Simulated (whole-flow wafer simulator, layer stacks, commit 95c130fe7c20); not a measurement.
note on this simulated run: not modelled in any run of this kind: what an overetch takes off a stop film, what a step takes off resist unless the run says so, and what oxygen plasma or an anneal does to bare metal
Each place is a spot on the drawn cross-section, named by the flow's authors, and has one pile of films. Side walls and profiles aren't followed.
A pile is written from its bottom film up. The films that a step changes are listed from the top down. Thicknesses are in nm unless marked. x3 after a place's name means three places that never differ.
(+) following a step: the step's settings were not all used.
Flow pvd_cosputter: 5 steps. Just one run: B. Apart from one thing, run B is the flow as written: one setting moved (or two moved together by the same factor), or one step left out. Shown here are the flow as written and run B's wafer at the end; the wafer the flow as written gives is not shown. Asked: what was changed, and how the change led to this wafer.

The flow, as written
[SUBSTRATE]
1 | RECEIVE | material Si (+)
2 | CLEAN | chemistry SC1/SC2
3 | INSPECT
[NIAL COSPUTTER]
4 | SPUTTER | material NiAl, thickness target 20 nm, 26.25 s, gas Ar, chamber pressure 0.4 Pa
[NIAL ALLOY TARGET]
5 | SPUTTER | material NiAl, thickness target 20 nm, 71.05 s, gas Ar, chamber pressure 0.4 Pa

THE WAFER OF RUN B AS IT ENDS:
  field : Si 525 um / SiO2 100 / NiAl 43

Cause: step 5, SPUTTER: thickness target 23 nm was run, though the flow has thickness target 20 nm; step 5, SPUTTER: 81.71 s was run, where the flow has 71.05 s.

The path from the change to this, step by step:
  5 | SPUTTER | material NiAl, thickness target 20 nm, 71.05 s, gas Ar, chamber pressure 0.4 Pa
      field: +23 NiAl (as written it would have been: +20 NiAl)
